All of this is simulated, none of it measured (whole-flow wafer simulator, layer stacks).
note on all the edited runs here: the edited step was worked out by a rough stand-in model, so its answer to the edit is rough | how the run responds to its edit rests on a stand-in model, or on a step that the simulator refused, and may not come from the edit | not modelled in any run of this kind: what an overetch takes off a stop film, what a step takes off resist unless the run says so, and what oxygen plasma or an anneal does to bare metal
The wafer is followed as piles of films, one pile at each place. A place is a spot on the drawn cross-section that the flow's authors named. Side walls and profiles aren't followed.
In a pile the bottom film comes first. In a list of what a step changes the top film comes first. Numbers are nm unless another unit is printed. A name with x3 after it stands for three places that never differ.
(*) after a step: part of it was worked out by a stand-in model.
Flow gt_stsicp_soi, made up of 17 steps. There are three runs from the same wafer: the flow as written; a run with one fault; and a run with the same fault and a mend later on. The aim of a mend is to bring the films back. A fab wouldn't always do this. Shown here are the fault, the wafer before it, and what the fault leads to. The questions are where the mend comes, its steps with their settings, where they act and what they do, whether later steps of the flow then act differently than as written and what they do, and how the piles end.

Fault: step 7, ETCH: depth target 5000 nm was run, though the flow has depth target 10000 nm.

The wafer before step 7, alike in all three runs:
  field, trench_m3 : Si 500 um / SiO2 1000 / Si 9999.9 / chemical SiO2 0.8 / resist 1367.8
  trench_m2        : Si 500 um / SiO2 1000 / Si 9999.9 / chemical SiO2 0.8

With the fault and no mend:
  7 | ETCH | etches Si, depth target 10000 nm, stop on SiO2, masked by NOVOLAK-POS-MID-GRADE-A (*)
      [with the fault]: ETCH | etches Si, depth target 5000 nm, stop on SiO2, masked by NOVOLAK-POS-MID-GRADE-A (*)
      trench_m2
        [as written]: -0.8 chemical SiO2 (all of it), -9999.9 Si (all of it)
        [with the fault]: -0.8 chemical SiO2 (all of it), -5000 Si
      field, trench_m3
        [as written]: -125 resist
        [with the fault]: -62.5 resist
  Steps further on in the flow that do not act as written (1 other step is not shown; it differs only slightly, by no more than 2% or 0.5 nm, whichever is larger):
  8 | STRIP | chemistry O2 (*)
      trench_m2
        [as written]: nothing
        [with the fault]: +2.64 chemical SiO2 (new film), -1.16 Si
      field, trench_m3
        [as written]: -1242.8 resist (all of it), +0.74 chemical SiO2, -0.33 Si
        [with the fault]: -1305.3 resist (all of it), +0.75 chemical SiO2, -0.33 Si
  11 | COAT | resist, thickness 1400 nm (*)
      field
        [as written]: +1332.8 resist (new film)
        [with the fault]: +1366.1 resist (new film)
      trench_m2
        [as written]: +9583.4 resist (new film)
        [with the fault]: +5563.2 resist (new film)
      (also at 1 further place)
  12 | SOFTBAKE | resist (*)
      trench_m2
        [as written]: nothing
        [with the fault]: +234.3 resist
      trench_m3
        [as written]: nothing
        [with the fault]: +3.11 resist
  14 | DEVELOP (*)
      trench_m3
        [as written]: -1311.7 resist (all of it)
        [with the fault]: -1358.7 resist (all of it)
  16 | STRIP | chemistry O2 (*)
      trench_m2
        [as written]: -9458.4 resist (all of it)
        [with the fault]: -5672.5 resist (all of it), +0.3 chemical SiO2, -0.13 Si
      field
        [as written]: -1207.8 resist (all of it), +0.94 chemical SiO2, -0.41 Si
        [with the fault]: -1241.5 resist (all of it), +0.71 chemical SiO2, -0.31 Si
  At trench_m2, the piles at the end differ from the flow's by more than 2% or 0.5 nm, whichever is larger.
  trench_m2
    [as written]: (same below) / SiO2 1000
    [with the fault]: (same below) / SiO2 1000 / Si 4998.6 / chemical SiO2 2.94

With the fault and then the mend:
  After step 7 comes the mend.
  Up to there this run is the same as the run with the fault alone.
  7a | ETCH | etches Si, depth target 5000 nm, stop on SiO2, masked by NOVOLAK-POS-MID-GRADE-A (*) (a further turn of the flow's step 7, with different settings)
      field, trench_m3
        -62.5 resist
      trench_m2
        -4999.9 Si (all of it)
  None of the later steps of the flow acts differently than as written at any place that is followed.
  At every place that both follow, the piles at the end match the flow's.
